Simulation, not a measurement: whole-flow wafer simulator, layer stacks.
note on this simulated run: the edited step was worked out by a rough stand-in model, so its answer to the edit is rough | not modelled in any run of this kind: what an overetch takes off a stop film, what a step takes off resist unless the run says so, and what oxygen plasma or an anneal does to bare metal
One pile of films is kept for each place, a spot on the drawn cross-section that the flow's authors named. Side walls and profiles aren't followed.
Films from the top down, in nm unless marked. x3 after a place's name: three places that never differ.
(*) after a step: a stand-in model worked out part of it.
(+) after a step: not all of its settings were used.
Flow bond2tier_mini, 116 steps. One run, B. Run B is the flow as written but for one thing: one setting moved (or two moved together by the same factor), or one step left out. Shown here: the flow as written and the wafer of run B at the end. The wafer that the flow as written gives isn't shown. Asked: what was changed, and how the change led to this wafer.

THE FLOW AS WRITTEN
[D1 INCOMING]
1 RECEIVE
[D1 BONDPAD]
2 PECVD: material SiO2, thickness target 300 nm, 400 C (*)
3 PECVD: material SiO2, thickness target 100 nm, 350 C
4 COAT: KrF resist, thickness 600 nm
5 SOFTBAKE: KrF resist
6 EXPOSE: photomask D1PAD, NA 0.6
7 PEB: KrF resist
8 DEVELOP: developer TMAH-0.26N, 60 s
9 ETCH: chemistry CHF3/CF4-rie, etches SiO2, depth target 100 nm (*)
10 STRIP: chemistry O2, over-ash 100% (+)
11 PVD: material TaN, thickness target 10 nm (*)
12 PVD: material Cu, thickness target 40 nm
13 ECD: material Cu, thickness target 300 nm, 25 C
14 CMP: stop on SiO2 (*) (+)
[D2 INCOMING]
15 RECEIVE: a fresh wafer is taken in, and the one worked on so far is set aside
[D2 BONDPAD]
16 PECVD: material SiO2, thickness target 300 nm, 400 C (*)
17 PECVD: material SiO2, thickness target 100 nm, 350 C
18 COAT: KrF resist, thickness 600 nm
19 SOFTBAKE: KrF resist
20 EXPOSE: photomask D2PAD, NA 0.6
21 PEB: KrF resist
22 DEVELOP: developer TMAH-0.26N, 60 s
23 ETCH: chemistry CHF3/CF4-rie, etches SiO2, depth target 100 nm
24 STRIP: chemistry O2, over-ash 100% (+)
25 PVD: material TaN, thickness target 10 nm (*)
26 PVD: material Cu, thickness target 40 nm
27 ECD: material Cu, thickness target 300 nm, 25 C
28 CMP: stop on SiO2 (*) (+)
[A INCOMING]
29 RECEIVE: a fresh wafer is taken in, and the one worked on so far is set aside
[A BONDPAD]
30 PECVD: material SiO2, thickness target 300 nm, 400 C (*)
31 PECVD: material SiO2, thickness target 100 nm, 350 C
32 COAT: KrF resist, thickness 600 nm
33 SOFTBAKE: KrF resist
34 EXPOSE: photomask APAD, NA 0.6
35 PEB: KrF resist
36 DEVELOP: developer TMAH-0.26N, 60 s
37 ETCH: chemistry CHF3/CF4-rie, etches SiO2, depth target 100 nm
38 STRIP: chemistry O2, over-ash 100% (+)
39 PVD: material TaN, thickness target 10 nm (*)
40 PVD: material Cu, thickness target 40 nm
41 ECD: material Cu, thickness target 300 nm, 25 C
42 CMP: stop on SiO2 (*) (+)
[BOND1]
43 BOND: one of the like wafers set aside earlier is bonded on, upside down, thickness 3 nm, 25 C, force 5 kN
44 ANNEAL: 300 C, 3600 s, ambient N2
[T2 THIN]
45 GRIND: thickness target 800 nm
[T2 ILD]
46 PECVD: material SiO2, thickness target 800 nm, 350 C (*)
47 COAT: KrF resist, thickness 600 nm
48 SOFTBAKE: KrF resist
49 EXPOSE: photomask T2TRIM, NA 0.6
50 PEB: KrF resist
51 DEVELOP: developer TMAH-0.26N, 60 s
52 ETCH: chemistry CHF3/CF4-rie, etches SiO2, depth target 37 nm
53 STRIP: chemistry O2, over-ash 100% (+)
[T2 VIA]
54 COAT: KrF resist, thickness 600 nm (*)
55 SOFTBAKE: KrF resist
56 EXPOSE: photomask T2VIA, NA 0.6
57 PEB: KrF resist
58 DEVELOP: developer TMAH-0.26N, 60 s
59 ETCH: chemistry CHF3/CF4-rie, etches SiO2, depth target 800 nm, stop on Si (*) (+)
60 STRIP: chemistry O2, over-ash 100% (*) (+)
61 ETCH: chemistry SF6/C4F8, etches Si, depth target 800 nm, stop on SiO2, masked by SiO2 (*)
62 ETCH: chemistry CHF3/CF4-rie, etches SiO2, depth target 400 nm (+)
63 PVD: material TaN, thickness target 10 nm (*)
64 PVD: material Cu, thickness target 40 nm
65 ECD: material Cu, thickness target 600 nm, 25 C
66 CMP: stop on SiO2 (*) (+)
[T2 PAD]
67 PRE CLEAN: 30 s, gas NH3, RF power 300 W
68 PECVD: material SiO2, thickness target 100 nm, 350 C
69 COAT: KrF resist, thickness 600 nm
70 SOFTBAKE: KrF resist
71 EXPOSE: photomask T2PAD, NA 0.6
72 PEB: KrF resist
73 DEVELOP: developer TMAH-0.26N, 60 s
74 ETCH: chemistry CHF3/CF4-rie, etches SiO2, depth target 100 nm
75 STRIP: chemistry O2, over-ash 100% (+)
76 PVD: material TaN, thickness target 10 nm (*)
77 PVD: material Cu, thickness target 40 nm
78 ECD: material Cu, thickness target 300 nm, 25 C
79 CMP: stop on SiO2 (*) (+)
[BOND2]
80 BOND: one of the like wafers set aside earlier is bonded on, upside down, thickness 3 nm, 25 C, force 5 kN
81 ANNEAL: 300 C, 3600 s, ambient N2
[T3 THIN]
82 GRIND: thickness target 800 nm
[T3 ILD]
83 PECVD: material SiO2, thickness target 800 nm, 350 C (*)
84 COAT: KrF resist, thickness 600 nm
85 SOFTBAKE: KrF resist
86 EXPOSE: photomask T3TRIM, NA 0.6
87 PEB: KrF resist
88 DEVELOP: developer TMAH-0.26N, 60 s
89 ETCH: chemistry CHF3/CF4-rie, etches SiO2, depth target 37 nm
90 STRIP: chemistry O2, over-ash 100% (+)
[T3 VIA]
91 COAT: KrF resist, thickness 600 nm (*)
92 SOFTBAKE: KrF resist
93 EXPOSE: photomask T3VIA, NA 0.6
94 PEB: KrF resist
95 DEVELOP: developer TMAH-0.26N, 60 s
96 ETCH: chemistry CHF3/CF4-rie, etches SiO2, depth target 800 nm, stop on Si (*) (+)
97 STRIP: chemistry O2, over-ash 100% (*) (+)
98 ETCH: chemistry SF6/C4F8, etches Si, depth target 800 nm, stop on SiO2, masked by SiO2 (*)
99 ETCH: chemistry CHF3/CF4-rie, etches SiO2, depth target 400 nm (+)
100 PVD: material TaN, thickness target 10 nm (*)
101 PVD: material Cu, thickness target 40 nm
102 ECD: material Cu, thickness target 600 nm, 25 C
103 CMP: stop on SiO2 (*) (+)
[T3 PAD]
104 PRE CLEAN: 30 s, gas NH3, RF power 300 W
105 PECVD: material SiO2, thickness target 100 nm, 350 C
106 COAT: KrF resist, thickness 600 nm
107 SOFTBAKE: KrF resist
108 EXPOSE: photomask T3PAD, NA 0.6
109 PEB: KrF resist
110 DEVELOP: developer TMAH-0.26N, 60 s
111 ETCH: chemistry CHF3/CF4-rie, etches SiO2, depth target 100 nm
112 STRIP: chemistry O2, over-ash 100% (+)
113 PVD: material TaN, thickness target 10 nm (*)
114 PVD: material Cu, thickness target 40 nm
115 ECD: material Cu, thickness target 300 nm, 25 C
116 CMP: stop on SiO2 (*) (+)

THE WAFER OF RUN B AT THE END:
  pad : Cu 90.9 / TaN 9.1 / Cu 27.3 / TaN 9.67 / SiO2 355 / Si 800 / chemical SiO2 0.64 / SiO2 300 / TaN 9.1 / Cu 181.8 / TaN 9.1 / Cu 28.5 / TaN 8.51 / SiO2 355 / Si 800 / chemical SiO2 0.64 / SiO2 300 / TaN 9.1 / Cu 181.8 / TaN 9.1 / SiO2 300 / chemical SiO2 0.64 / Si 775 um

The cause: step 63, PVD: thickness target 8.8 nm was run, where the flow has thickness target 10 nm.

How the change led to this, step by step:
  63 PVD: material TaN, thickness target 10 nm (*)
      field: TaN +8.8 (new film) (as written it would be: TaN +10 (new film))
      pad: TaN +8.51 (new film) (as written it would be: TaN +9.67 (new film))
  66 CMP: stop on SiO2 (*) (+)
      field: Cu -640 (all of it), TaN -8.8 (all of it) (as written it would be: Cu -640 (all of it), TaN -10 (all of it))
